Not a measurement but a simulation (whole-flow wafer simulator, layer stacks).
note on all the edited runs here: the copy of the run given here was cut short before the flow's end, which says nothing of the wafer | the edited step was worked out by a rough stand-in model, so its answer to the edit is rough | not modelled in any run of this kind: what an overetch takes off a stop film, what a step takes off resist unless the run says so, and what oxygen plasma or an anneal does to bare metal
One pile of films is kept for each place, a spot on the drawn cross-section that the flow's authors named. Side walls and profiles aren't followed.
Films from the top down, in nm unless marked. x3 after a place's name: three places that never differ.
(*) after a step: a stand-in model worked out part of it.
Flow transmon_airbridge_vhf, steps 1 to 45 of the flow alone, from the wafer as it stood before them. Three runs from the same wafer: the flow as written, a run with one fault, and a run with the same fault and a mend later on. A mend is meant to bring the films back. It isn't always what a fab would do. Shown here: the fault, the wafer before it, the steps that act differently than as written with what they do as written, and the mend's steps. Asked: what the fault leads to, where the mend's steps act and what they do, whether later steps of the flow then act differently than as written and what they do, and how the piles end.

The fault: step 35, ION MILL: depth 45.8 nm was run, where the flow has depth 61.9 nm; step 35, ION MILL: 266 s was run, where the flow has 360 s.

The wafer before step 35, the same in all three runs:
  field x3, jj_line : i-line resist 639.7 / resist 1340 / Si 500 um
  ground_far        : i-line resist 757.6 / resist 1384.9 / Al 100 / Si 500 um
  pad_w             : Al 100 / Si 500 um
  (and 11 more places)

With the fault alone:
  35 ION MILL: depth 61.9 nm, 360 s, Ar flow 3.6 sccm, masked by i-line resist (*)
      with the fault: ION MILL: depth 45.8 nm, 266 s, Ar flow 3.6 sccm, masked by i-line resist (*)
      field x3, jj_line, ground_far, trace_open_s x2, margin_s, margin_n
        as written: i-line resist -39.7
        with the fault: i-line resist -29.4
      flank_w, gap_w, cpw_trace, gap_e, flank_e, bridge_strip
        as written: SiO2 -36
        with the fault: SiO2 -26.6
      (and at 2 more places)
  Later steps of the flow that act differently than as written (3 more steps differ only slightly, by at most 2% or 0.5 nm, whichever is larger, and aren't shown):
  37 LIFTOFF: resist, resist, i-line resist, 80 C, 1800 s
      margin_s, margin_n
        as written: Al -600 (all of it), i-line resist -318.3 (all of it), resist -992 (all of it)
        with the fault: Al -600 (all of it), i-line resist -328.6 (all of it), resist -992 (all of it)
  At the end the piles differ from the flow's by more than 2% or 0.5 nm, whichever is larger, at pad_w, pad_e.
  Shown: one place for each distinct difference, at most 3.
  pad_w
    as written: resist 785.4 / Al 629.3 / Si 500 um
    with the fault: resist 782.8 / Al 645.5 / Si 500 um

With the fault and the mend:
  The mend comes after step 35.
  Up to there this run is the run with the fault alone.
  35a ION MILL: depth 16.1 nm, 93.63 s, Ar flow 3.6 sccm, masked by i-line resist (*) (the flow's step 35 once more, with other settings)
      field x3, jj_line, ground_far, trace_open_s x2, margin_s, margin_n
        i-line resist -10.3
      flank_w, gap_w, cpw_trace, gap_e, flank_e, bridge_strip
        SiO2 -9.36
      pad_w, pad_e
        Al -16.1
  No later step of the flow acts differently than as written, at any place that is followed, by more than 2% or 0.5 nm, whichever is larger.
  At the end the piles differ from the flow's only slightly at the places that both follow, by at most 2% or 0.5 nm, whichever is larger.
